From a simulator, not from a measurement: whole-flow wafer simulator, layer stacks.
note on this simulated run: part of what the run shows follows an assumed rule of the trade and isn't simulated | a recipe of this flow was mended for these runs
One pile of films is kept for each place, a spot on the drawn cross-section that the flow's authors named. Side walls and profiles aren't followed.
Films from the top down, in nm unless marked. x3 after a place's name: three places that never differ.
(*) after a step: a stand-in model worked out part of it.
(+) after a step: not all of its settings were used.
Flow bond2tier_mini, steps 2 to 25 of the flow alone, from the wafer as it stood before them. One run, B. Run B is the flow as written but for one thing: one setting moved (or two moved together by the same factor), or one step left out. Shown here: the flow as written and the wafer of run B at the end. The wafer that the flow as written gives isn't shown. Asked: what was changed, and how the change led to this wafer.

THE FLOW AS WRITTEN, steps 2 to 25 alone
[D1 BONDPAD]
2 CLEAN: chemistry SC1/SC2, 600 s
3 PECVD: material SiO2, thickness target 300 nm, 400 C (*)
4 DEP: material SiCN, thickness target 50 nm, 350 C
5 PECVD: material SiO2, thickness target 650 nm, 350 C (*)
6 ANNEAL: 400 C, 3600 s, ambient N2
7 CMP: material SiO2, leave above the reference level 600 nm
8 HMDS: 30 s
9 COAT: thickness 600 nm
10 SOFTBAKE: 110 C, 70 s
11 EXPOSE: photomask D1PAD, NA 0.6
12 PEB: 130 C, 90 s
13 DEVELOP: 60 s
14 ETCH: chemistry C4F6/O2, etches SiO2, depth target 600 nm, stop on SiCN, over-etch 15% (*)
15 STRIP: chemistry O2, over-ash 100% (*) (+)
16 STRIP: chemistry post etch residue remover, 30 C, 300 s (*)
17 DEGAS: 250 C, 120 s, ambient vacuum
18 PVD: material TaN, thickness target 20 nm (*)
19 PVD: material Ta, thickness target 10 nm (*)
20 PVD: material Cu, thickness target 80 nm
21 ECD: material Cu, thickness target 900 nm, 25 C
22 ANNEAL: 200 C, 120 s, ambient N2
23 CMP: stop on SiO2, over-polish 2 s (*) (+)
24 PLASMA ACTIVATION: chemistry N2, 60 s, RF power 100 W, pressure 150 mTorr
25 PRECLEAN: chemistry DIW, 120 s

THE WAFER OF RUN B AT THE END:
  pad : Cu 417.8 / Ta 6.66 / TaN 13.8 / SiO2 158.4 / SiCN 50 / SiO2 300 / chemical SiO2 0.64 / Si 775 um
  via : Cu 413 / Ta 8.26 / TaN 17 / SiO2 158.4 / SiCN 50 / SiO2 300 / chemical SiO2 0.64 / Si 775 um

The cause: step 14, ETCH: depth target 384 nm was run, where the flow has depth target 600 nm.

How the change led to this, step by step:
  14 ETCH: chemistry C4F6/O2, etches SiO2, depth target 600 nm, stop on SiCN, over-etch 15% (*)
      pad, via: SiO2 -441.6 (as written it would be: SiO2 -600 (all of it), SiCN -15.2)
      field: thick-KrF-resist -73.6 (as written it would be: thick-KrF-resist -115)
  15 STRIP: chemistry O2, over-ash 100% (*) (+)
      field: thick-KrF-resist -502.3 (all of it) (as written it would be: thick-KrF-resist -460.9 (all of it))
  18 PVD: material TaN, thickness target 20 nm (*)
      pad: TaN +13.8 (new film) (as written it would be: TaN +12.3 (new film))
      via: TaN +17 (new film) (as written it would be: TaN +14.9 (new film))
  19 PVD: material Ta, thickness target 10 nm (*)
      pad: Ta +6.66 (new film) (as written it would be: Ta +5.88 (new film))
      via: Ta +8.26 (new film) (as written it would be: Ta +7.07 (new film))
  20 PVD: material Cu, thickness target 80 nm
      pad: Cu +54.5 (new film) (as written it would be: Cu +48.4 (new film))
      via: Cu +67.8 (new film) (as written it would be: Cu +59 (new film))
  21 ECD: material Cu, thickness target 900 nm, 25 C
      pad: Cu +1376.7 (as written it would be: Cu +1558.7)
      via: Cu +1358.5 (as written it would be: Cu +1544.3)
